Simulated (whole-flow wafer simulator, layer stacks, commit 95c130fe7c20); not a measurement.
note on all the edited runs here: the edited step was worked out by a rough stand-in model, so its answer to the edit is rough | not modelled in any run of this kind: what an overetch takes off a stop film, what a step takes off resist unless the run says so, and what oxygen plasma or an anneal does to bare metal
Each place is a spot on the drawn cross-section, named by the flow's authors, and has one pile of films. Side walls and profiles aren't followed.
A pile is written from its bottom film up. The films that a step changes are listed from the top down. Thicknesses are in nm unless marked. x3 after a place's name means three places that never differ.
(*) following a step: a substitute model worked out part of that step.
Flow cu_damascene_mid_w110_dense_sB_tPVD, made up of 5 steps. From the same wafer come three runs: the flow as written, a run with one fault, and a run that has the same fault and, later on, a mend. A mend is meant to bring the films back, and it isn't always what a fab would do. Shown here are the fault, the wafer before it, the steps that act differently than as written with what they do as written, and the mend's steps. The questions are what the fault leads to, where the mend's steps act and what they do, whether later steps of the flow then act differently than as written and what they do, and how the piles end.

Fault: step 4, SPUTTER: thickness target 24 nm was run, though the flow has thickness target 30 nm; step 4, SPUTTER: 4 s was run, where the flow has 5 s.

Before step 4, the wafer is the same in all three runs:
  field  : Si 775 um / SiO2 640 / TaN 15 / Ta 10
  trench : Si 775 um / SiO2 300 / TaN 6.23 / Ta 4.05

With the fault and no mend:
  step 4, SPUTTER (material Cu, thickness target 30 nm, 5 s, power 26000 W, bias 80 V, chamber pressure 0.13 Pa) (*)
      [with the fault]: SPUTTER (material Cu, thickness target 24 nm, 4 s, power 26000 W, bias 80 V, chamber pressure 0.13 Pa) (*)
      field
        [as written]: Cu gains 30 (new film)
        [with the fault]: Cu gains 24 (new film)
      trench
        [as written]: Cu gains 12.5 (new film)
        [with the fault]: Cu gains 9.98 (new film)
  None of the later steps of the flow differs from how it acts as written, at any place that is followed, by more than 2% or 0.5 nm, whichever is larger.
  By the end, the piles at field depart from the flow's by more than 2% or 0.5 nm, whichever is larger.
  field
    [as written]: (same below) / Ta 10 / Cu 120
    [with the fault]: (same below) / Ta 10 / Cu 114

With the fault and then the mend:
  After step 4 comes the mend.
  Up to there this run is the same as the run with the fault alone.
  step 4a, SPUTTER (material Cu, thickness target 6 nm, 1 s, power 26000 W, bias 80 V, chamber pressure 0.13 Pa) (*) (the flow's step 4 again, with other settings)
      field
        Cu gains 6
      trench
        Cu gains 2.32
  None of the later steps of the flow differs from how it acts as written, at any place that is followed, by more than 2% or 0.5 nm, whichever is larger.
  By the end, the piles equal the flow's at every place that both follow.
